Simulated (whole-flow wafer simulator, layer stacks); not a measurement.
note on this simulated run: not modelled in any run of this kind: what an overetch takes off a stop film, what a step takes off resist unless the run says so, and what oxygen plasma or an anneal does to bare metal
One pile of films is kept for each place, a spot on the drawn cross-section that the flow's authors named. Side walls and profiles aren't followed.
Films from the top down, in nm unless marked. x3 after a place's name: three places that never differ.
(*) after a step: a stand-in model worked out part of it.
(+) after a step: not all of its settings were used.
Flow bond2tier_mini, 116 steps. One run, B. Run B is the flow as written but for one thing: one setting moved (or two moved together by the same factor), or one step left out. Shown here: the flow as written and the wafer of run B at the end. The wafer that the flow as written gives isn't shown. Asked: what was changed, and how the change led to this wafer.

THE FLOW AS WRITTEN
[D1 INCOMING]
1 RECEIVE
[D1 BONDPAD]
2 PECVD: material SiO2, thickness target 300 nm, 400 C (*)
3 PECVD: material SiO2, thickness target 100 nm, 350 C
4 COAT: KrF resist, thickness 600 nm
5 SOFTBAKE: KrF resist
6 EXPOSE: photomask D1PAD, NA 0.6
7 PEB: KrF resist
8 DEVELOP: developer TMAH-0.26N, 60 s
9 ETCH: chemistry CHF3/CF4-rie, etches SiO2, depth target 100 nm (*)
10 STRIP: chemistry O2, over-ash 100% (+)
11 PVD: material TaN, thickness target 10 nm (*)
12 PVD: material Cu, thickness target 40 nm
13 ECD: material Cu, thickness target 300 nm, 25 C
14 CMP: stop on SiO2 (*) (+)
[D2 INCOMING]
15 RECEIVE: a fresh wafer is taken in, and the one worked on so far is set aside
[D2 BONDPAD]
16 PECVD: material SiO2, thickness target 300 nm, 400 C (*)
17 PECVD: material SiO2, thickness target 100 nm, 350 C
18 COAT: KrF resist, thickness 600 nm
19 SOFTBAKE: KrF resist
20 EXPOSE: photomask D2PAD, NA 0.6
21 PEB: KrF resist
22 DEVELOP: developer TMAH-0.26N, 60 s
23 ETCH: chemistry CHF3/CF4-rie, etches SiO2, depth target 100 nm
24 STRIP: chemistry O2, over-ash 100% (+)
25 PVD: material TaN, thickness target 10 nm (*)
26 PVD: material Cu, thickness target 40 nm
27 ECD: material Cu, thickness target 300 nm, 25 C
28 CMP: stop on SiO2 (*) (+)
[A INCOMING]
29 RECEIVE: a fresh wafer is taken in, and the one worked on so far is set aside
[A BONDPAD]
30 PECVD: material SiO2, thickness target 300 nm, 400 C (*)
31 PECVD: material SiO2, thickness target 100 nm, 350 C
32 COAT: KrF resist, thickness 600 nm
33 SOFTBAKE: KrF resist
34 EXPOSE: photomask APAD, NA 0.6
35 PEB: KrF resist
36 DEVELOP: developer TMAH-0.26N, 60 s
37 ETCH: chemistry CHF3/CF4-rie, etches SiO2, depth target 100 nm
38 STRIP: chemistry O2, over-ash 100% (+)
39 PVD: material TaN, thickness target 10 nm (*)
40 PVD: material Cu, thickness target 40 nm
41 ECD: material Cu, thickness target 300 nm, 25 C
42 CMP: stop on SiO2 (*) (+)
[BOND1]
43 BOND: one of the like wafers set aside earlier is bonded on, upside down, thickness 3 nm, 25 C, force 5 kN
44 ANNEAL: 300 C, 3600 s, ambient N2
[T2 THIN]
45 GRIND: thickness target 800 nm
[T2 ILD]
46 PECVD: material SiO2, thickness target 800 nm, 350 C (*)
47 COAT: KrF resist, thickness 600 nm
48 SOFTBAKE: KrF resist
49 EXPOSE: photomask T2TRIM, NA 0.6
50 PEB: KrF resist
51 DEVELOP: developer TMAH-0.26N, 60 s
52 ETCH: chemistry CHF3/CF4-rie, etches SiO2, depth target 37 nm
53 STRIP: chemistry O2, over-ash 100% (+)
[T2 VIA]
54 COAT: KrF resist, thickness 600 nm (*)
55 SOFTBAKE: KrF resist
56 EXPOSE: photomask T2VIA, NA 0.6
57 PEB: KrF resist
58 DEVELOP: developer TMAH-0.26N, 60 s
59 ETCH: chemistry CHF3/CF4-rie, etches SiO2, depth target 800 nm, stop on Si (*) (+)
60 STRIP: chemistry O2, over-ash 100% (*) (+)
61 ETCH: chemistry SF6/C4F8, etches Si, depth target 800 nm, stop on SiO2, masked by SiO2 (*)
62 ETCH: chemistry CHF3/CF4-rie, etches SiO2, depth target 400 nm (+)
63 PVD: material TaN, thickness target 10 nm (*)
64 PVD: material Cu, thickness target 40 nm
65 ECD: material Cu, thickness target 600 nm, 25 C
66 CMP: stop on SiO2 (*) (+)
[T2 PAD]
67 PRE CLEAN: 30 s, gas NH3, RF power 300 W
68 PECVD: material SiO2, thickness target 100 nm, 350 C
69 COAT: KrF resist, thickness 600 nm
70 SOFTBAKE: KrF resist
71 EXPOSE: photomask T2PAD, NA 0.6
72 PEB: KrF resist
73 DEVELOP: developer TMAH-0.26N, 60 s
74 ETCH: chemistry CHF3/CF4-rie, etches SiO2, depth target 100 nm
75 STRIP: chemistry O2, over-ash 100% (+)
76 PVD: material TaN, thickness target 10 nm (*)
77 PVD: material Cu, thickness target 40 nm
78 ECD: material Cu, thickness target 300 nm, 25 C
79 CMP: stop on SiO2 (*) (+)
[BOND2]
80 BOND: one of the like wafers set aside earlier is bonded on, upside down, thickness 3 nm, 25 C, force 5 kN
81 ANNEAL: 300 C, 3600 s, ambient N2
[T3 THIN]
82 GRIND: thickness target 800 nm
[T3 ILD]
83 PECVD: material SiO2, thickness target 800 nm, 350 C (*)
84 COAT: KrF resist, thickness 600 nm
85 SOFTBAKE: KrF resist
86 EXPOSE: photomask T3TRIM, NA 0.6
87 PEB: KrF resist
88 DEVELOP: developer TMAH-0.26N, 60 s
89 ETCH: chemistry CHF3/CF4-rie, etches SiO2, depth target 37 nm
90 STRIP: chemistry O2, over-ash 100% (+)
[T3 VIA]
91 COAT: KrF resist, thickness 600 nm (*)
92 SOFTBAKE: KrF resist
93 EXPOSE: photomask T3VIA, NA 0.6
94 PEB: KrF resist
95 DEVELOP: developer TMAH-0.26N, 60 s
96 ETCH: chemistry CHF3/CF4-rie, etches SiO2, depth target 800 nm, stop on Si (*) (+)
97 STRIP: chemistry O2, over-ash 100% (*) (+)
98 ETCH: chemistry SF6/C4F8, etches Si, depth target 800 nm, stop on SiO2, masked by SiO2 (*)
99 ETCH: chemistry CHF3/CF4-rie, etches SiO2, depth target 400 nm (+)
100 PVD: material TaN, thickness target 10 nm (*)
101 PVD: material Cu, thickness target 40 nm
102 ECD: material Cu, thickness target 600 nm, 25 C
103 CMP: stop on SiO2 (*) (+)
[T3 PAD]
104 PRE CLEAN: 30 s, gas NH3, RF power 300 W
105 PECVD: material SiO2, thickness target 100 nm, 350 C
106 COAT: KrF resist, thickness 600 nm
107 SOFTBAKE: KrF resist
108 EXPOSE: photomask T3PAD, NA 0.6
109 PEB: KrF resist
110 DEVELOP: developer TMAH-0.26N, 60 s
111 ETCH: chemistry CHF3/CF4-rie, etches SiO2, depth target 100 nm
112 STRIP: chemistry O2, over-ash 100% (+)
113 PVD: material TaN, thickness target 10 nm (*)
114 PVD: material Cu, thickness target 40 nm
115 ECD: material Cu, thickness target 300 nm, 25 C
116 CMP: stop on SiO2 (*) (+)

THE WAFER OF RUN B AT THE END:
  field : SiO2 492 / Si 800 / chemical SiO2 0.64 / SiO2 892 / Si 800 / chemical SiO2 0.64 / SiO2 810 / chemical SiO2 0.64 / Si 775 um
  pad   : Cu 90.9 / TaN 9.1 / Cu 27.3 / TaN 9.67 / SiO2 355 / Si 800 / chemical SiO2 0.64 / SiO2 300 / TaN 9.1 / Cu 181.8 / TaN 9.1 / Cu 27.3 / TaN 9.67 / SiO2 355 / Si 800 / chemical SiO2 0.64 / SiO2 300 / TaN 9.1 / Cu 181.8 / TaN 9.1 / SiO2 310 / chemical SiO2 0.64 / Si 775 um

The cause: step 31, PECVD: thickness target 110 nm was run, where the flow has thickness target 100 nm.

How the change led to this, step by step:
  31 PECVD: material SiO2, thickness target 100 nm, 350 C
      field, pad, via: SiO2 +110 (as written it would be: SiO2 +100)
